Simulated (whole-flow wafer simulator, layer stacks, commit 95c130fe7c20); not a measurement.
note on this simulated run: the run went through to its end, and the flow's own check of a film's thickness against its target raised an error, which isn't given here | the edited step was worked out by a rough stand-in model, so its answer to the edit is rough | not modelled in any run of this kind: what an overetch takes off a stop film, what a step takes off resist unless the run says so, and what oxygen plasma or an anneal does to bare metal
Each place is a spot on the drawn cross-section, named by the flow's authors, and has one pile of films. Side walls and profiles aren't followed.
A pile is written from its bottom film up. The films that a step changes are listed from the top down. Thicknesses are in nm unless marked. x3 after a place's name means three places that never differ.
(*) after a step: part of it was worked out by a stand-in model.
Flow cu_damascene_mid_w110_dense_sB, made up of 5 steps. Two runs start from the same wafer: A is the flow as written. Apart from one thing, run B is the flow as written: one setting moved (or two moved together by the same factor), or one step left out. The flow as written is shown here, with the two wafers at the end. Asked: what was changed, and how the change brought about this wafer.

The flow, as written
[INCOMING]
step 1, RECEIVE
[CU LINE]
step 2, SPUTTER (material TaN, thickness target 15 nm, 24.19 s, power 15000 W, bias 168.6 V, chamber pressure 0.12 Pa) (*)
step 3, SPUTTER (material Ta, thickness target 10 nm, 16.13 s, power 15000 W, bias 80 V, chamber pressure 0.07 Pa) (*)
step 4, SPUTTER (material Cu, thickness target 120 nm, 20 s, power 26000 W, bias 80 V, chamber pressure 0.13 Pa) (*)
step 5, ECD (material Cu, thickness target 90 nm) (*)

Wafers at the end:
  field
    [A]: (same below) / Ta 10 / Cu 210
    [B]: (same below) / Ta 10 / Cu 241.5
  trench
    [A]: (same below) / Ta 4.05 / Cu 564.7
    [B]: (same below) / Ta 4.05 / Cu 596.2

Cause: step 5, ECD: thickness target 121.5 nm was run, though the flow has thickness target 90 nm.

The path from the change to this, step by step:
  step 5, ECD (material Cu, thickness target 90 nm) (*)
      field: A Cu gains 90 | B Cu gains 121.5
      trench: A Cu gains 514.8 | B Cu gains 546.3
